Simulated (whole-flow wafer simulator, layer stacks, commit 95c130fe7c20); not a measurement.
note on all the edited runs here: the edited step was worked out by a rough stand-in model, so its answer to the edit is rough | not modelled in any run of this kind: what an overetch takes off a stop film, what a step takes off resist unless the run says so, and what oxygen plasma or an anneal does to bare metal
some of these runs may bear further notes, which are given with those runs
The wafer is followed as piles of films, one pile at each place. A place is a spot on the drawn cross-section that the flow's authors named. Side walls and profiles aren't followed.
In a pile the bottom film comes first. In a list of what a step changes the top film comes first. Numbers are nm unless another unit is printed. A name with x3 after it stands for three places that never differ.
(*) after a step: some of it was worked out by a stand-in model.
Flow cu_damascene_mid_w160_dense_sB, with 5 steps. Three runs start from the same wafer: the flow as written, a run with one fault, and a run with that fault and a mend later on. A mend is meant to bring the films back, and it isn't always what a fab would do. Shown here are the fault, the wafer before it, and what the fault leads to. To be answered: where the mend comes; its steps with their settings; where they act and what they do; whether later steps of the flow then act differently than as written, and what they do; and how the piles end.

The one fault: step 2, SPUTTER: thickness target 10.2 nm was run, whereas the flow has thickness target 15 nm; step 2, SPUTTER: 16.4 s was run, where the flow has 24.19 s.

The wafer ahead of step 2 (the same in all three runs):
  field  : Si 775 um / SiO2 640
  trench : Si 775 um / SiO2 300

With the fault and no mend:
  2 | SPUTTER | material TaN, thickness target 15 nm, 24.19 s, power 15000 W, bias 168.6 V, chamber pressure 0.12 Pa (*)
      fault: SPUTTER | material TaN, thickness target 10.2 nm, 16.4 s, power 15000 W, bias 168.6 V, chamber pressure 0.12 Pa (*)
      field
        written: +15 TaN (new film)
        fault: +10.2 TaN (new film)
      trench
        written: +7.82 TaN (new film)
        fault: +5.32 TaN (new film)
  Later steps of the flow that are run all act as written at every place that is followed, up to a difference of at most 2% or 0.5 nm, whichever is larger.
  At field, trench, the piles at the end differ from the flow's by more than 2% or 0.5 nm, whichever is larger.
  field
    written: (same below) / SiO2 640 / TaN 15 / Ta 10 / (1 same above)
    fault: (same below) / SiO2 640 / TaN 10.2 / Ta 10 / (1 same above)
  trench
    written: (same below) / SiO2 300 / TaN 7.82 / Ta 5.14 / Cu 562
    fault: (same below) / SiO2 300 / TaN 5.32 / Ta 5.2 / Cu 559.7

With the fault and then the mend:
  The mend follows step 2.
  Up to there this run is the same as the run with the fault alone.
  2a | SPUTTER | material TaN, thickness target 4.8 nm, 7.789 s, power 15000 W, bias 168.6 V, chamber pressure 0.12 Pa (*) (the flow's step 2, run once more with other settings)
      field
        +4.8 TaN
      trench
        +2.44 TaN
  Later steps of the flow that are run all act as written at every place that is followed, up to a difference of at most 2% or 0.5 nm, whichever is larger.
  The piles end only slightly different from the flow's at the places that both follow, by no more than 2% or 0.5 nm, whichever is larger.
